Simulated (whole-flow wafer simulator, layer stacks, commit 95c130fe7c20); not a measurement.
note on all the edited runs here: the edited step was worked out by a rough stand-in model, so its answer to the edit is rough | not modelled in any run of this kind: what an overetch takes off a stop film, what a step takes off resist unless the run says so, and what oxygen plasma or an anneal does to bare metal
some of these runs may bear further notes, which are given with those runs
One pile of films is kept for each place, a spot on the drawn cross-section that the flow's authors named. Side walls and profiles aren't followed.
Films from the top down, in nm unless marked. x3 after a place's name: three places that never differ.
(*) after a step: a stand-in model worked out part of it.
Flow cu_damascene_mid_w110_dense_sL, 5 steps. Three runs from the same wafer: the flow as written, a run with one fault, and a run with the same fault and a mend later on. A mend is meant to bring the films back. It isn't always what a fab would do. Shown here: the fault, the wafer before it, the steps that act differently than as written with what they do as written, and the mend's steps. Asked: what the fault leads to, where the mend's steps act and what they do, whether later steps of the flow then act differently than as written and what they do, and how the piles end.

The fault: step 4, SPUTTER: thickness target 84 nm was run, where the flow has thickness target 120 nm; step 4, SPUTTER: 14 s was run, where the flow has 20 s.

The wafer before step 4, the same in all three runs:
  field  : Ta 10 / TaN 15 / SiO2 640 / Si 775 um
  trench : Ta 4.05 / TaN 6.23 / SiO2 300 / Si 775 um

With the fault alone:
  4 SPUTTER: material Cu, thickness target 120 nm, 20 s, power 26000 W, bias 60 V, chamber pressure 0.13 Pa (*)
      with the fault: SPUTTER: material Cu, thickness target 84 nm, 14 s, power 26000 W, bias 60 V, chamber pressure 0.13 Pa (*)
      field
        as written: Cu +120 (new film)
        with the fault: Cu +84 (new film)
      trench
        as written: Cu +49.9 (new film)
        with the fault: Cu +35 (new film)
  Later steps of the flow that act differently than as written:
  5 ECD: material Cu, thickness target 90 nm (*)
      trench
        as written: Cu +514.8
        with the fault: Cu +493.8
  At the end the piles differ from the flow's by more than 2% or 0.5 nm, whichever is larger, at field, trench.
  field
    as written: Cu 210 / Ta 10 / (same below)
    with the fault: Cu 174 / Ta 10 / (same below)
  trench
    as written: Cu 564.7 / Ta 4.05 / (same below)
    with the fault: Cu 528.7 / Ta 4.05 / (same below)

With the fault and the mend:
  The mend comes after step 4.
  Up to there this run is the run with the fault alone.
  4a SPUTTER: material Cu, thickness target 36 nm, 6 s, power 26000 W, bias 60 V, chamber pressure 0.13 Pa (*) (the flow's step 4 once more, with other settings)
      field
        Cu +36
      trench
        Cu +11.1
  No later step of the flow acts differently than as written, at any place that is followed, by more than 2% or 0.5 nm, whichever is larger.
  At the end the piles are the same as the flow's at every place that both follow.
